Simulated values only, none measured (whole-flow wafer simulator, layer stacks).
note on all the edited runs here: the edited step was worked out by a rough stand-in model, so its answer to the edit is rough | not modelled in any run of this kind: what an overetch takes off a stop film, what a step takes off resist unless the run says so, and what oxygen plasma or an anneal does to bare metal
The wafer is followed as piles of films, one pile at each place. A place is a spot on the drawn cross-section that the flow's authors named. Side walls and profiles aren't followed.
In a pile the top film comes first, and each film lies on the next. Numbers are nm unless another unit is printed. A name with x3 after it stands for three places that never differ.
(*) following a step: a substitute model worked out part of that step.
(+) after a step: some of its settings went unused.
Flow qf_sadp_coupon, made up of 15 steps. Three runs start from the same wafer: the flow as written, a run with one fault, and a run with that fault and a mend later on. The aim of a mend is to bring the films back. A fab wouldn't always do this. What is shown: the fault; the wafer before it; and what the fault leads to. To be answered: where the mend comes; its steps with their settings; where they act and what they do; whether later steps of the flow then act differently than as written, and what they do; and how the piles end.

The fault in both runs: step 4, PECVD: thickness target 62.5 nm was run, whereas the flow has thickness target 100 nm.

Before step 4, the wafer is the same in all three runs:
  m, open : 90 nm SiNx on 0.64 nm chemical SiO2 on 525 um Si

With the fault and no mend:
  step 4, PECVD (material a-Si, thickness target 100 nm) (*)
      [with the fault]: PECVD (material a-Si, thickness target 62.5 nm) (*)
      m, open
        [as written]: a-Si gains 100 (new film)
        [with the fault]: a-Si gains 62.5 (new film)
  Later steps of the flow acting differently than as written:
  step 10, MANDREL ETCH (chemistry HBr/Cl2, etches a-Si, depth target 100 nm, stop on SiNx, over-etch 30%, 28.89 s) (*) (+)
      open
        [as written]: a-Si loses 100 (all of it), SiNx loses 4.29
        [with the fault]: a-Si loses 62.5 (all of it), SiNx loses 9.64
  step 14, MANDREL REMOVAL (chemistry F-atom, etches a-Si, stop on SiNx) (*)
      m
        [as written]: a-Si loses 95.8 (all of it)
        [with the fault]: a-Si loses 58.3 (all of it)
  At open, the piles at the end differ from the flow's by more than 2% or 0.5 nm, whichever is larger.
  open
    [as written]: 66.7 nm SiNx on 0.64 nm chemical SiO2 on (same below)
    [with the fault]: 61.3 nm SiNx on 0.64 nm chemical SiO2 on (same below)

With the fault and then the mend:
  After step 4 comes the mend.
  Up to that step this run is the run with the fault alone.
  step 4a, PECVD (material a-Si, thickness target 37.5 nm) (*) (the flow's step 4, run once more with other settings)
      m, open
        a-Si gains 37.5
  Later steps of the flow that are run all act as written at every place that is followed.
  By the end, the piles equal the flow's at every place that both follow.
